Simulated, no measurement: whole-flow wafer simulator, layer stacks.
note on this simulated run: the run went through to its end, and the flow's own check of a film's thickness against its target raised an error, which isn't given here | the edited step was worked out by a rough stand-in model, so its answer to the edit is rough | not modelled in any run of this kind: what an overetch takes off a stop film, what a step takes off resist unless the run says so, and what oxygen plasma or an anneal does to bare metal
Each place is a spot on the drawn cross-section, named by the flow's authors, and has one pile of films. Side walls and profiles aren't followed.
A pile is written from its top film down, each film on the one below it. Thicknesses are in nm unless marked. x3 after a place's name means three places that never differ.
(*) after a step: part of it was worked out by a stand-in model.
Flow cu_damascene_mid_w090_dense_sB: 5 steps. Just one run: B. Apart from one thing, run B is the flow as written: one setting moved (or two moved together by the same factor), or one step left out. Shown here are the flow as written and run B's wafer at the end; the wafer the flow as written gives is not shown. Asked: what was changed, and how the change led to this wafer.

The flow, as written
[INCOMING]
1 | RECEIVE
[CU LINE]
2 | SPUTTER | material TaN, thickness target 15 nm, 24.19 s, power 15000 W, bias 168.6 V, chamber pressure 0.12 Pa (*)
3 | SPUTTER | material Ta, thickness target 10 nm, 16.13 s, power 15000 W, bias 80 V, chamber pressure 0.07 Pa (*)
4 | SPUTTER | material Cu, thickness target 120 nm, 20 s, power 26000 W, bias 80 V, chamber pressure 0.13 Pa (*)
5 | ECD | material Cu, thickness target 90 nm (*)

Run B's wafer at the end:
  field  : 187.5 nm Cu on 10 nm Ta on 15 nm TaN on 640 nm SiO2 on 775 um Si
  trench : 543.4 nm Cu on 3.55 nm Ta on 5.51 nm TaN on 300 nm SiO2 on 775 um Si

The reason: step 5, ECD: thickness target 67.5 nm was run, while the flow as written has thickness target 90 nm.

The path from the change to this, step by step:
  5 | ECD | material Cu, thickness target 90 nm (*)
      field: Cu gains 67.5 (in the flow as written it would be: Cu gains 90)
      trench: Cu gains 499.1 (in the flow as written it would be: Cu gains 521.6)
